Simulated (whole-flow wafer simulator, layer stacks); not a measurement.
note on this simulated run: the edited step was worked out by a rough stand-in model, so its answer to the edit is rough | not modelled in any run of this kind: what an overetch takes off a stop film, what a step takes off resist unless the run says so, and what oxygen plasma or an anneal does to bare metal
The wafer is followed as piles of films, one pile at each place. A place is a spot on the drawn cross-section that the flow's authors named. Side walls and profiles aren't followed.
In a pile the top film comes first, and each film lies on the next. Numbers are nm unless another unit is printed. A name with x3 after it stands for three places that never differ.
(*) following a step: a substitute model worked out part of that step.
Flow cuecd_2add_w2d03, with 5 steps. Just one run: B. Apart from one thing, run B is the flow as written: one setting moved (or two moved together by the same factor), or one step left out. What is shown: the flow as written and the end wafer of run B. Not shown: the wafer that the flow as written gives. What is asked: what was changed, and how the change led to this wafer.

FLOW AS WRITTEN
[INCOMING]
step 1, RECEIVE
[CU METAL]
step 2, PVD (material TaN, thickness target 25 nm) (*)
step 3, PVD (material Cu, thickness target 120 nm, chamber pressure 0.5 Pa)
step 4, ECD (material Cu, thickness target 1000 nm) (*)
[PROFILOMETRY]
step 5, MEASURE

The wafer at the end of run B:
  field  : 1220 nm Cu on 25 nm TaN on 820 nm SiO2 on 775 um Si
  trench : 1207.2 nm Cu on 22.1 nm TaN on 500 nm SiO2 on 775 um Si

The reason: step 4, ECD: thickness target 1100 nm was run, though the flow has thickness target 1000 nm.

How this came from the change, step by step:
  step 4, ECD (material Cu, thickness target 1000 nm) (*)
      field, trench: +1100 Cu (in the flow as written it would be: +1000 Cu)
